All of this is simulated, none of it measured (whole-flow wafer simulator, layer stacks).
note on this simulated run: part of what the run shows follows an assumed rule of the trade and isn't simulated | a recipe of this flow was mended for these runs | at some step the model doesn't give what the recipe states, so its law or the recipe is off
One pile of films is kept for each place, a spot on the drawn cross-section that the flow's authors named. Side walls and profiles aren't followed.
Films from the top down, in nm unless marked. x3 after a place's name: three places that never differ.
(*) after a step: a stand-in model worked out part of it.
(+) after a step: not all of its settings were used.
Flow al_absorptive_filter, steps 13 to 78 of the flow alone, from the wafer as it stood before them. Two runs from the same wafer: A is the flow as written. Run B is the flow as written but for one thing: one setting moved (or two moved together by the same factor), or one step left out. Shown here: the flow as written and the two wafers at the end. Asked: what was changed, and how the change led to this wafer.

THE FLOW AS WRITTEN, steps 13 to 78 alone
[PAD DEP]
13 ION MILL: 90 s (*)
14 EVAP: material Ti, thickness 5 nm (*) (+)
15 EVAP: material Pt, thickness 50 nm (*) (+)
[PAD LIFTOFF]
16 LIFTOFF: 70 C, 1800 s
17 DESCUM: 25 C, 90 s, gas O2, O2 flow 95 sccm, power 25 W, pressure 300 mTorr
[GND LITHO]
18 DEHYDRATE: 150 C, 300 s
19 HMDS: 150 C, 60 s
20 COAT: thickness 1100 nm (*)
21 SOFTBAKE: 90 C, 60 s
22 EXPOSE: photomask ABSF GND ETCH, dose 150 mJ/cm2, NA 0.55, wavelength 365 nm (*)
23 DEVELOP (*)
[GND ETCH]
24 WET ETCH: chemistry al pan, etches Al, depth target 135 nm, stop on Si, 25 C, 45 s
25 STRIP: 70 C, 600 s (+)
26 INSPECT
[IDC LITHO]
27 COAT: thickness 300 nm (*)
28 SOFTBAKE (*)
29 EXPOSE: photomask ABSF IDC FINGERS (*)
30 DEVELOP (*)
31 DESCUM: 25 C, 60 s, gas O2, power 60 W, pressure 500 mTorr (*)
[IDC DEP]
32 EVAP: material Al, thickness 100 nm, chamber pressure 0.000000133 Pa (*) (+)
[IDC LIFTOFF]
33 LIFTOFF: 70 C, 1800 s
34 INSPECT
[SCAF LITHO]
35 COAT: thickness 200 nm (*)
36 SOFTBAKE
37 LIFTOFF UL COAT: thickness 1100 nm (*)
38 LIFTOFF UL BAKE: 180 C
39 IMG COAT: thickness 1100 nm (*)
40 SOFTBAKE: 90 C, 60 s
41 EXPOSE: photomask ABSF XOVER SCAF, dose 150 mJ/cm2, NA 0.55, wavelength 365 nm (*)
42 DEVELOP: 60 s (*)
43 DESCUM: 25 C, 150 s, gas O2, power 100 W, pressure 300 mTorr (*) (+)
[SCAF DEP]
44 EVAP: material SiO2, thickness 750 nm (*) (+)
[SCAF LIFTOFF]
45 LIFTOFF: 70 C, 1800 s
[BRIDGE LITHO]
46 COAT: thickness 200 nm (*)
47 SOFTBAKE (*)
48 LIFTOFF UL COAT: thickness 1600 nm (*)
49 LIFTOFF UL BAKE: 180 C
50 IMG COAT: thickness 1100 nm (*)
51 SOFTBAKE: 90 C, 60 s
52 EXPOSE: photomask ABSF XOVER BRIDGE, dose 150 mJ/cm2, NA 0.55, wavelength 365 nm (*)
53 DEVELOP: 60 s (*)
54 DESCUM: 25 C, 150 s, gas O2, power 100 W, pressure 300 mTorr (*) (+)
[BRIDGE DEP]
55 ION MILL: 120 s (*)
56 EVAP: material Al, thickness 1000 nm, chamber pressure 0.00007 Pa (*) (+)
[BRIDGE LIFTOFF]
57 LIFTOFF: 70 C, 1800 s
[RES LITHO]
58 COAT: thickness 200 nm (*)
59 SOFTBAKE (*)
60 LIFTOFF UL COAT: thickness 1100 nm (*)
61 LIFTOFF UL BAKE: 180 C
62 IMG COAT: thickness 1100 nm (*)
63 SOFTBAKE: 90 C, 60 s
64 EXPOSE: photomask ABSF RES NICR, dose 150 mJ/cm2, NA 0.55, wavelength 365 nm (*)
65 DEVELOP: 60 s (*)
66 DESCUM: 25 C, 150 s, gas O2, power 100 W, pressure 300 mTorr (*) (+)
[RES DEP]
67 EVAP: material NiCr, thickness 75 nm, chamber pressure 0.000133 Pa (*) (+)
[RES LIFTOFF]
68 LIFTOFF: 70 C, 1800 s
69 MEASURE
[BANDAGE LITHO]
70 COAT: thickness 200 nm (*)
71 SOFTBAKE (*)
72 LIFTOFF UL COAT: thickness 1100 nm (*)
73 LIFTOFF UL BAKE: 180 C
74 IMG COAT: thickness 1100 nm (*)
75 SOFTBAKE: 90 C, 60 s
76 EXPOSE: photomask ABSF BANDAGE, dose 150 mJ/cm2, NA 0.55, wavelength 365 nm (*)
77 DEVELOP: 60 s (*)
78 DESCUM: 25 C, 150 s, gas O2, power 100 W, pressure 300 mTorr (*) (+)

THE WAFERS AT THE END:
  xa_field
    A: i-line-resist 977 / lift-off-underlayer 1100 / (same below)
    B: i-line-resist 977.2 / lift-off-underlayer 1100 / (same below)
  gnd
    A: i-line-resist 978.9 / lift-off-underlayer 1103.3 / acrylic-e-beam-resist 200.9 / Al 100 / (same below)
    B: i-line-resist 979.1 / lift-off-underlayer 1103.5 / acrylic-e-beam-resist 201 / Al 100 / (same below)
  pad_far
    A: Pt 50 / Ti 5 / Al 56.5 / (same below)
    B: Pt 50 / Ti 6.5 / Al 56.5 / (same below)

The cause: step 14, EVAP: thickness 6.5 nm was run, where the flow has thickness 5 nm.
It can be read off the wafer: pad_far has Ti 6.5, and step 14 as written asks for 5 nm.

How the change led to this, step by step:
  14 EVAP: material Ti, thickness 5 nm (*) (+)
      gnd, pad_far, pad_near and 11 more: A Ti +5 (new film) | B Ti +6.5 (new film)
  16 LIFTOFF: 70 C, 1800 s
      gnd, ledge, res and 9 more: A Pt -50 (all of it), Ti -5 (all of it), i-line-resist -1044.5 (all of it), lift-off-underlayer -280 (all of it) | B Pt -50 (all of it), Ti -6.5 (all of it), i-line-resist -1044.5 (all of it), lift-off-underlayer -280 (all of it)
